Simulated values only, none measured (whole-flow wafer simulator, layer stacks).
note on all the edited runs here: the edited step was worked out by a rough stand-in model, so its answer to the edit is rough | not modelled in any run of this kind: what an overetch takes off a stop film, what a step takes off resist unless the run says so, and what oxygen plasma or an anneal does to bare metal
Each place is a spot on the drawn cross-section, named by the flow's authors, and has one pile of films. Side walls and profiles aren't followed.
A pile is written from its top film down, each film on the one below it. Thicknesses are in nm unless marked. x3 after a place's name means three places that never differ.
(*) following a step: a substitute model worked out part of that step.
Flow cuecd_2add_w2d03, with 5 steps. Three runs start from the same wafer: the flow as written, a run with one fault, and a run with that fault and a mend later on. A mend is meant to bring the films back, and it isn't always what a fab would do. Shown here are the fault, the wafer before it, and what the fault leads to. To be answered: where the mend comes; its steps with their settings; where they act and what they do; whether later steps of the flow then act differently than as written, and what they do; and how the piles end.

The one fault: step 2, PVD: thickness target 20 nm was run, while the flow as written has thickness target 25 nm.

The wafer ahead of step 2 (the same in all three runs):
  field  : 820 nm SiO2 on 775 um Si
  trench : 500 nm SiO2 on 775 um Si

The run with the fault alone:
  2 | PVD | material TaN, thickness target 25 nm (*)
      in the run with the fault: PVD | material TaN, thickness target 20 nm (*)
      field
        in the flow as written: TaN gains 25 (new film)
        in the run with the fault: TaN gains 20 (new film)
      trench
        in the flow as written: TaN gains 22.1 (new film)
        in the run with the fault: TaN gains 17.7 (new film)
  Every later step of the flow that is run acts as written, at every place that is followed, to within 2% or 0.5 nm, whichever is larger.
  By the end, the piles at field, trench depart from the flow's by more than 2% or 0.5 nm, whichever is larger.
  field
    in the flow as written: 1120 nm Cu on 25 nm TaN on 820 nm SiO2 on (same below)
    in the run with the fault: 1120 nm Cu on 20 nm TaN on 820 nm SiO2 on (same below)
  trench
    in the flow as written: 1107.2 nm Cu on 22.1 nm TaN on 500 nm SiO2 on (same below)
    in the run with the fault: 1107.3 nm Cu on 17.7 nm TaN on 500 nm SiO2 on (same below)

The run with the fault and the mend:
  The mend follows step 2.
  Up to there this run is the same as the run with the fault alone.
  2a | PVD | material TaN, thickness target 5 nm (*) (the flow's step 2 again, with other settings)
      field
        TaN gains 5
      trench
        TaN gains 4.41
  Every later step of the flow that is run acts as written at every place that is followed.
  At every place that both follow, the piles at the end match the flow's.
